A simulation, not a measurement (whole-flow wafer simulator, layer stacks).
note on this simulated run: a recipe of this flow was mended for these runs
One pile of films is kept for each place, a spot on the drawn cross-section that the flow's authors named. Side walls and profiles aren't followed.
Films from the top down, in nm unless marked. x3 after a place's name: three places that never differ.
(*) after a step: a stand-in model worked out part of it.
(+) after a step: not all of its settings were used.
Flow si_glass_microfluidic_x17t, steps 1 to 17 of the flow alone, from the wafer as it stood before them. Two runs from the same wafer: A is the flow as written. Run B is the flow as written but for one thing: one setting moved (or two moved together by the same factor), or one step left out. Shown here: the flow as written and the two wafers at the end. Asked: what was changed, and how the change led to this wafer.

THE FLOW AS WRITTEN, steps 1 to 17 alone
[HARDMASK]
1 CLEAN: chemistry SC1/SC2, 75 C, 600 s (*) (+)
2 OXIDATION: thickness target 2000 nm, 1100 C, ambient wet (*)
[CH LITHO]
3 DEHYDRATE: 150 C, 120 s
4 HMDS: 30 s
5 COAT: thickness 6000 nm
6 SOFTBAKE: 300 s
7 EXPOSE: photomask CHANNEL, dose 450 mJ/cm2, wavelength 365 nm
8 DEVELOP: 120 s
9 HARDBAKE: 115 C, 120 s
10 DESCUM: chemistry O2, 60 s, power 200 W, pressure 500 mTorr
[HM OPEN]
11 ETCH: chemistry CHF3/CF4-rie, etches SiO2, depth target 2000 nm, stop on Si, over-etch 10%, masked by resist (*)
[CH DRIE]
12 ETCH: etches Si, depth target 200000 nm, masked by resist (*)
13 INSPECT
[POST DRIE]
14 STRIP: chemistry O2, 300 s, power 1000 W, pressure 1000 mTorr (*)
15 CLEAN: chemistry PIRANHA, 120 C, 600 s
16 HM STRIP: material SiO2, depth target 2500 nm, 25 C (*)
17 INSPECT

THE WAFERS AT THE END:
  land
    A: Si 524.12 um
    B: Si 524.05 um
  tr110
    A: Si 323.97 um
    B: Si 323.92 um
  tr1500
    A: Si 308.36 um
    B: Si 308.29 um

The cause: step 2, OXIDATION: thickness target 2144 nm was run, where the flow has thickness target 2000 nm.

How the change led to this, step by step:
  2 OXIDATION: thickness target 2000 nm, 1100 C, ambient wet (*)
      land, tr110, tr1500, tr15: A SiO2 +2000 (new film), chemical SiO2 -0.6 (all of it), Si -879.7 | B SiO2 +2144 (new film), chemical SiO2 -0.6 (all of it), Si -943.1
  11 ETCH: chemistry CHF3/CF4-rie, etches SiO2, depth target 2000 nm, stop on Si, over-etch 10%, masked by resist (*)
      tr110, tr1500, tr15: A SiO2 -2000 (all of it), Si -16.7 | B SiO2 -2144 (all of it), Si -4.67
  12 ETCH: etches Si, depth target 200000 nm, masked by resist (*)
      tr1500: A Si -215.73 um | B Si -215.75 um
      tr15: A Si -149.99 um | B Si -149.94 um
  16 HM STRIP: material SiO2, depth target 2500 nm, 25 C (*)
      land: A SiO2 -2000 (all of it) | B SiO2 -2144 (all of it)
